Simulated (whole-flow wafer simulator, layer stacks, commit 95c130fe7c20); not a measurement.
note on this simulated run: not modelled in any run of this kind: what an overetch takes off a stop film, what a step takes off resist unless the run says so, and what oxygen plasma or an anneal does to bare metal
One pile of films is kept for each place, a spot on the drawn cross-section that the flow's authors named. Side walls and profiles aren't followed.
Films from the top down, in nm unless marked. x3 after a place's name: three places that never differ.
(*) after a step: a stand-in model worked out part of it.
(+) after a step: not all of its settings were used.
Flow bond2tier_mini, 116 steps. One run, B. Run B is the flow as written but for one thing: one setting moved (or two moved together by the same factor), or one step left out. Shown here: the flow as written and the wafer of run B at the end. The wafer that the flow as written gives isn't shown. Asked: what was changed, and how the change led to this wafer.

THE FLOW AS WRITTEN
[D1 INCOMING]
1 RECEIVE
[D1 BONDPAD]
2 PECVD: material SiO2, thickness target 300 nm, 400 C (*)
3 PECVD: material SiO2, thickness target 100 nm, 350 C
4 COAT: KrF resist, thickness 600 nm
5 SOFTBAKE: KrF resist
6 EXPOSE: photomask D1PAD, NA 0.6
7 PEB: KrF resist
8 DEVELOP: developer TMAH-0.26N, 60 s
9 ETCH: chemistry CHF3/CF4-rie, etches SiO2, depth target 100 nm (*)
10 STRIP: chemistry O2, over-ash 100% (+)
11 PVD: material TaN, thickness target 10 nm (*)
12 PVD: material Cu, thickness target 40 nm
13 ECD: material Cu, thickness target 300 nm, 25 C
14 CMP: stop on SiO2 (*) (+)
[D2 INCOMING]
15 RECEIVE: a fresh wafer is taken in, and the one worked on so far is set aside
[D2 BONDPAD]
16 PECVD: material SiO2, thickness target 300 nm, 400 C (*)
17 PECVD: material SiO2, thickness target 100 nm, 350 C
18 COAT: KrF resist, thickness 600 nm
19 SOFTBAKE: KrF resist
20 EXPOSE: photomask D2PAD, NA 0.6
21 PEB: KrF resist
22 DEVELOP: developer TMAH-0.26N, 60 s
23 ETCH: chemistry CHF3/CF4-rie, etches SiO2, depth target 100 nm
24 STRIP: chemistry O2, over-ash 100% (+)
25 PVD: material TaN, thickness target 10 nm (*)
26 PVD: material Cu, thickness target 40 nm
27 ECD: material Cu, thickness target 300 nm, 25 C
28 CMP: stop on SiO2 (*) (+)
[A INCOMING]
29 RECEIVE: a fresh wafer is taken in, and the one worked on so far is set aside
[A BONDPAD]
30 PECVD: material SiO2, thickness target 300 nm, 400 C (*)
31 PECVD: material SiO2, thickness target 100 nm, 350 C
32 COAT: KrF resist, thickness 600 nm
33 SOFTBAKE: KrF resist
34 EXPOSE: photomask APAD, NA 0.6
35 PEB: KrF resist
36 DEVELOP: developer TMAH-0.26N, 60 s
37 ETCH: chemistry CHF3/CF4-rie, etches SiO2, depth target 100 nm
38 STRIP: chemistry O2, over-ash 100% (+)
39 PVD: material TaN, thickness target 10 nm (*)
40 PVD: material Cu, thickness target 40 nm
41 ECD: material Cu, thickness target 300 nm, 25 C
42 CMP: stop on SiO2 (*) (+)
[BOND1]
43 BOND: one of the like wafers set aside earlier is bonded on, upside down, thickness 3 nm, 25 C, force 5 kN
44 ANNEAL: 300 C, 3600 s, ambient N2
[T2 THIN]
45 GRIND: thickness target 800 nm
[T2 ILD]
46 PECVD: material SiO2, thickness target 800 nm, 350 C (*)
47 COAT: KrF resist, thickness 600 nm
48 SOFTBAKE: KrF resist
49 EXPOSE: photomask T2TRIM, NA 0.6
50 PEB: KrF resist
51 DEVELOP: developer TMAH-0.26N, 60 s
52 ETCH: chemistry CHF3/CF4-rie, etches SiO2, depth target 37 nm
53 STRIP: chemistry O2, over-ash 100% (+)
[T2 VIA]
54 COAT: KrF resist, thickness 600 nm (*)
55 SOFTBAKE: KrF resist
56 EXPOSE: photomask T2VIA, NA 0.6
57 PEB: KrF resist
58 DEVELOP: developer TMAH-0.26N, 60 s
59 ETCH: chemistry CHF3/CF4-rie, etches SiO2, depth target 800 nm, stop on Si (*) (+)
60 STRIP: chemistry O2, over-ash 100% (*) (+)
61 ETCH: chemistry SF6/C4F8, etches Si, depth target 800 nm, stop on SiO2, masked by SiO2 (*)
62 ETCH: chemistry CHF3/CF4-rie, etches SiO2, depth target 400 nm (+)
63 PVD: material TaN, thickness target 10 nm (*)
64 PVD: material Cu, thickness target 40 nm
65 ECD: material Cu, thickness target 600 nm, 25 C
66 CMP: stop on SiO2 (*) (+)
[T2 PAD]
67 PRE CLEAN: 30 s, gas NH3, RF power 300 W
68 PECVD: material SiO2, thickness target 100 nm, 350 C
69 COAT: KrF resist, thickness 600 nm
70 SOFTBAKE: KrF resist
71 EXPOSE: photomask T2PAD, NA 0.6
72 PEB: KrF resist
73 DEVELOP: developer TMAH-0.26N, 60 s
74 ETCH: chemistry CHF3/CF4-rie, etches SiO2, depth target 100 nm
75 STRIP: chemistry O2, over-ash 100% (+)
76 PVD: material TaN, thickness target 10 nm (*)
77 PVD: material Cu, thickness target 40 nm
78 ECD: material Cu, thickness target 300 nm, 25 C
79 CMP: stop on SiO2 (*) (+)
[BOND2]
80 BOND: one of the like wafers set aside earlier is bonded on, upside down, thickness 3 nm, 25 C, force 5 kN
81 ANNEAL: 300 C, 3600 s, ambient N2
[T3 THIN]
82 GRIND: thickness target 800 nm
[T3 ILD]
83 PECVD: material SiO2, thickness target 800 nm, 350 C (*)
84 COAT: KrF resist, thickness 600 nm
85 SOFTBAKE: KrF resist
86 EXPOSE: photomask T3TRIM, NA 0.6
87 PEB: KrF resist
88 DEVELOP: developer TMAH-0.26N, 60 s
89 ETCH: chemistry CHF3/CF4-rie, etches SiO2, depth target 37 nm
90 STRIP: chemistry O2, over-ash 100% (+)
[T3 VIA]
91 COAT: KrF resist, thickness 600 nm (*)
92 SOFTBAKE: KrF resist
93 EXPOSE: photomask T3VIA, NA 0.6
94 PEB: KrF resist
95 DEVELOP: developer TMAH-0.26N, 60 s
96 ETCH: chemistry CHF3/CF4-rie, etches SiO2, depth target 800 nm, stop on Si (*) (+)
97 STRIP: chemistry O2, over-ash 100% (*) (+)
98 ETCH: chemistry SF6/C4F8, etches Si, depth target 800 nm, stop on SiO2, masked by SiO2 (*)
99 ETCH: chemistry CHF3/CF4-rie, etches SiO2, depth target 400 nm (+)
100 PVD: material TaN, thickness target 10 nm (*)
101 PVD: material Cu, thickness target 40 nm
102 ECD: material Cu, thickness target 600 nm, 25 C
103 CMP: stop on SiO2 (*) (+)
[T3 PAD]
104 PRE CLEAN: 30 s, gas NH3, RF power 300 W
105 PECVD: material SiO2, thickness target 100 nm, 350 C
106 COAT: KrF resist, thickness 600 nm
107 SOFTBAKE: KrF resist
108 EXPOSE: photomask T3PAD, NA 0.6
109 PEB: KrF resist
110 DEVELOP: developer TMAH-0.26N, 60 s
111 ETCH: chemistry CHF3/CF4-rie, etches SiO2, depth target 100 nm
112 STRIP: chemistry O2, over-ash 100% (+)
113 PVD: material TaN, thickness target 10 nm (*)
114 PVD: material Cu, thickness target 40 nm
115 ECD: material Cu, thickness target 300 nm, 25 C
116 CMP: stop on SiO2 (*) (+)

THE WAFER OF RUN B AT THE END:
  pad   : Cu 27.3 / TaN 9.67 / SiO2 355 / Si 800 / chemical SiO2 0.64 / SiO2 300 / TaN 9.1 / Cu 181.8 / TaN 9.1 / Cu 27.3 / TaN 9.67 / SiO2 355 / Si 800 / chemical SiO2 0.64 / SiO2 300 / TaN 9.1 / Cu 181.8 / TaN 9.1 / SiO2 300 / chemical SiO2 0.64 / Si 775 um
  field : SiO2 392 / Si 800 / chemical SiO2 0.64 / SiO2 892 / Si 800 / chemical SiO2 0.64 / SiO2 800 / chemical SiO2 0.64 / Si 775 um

The cause: step 105, PECVD: material SiO2, thickness target 100 nm, 350 C, was left out.

How the change led to this, step by step:
  111 ETCH: chemistry CHF3/CF4-rie, etches SiO2, depth target 100 nm
      pad: nothing (as written it would be: SiO2 -100 (all of it))
  113 PVD: material TaN, thickness target 10 nm (*)
      pad: TaN +10 (new film) (as written it would be: TaN +9.1 (new film))
  114 PVD: material Cu, thickness target 40 nm
      pad: Cu +40 (new film) (as written it would be: Cu +36.4 (new film))
  115 ECD: material Cu, thickness target 300 nm, 25 C
      pad: Cu +300 (as written it would be: Cu +404.5)
  116 CMP: stop on SiO2 (*) (+)
      pad: Cu -340 (all of it), TaN -10 (all of it) (as written it would be: Cu -350)
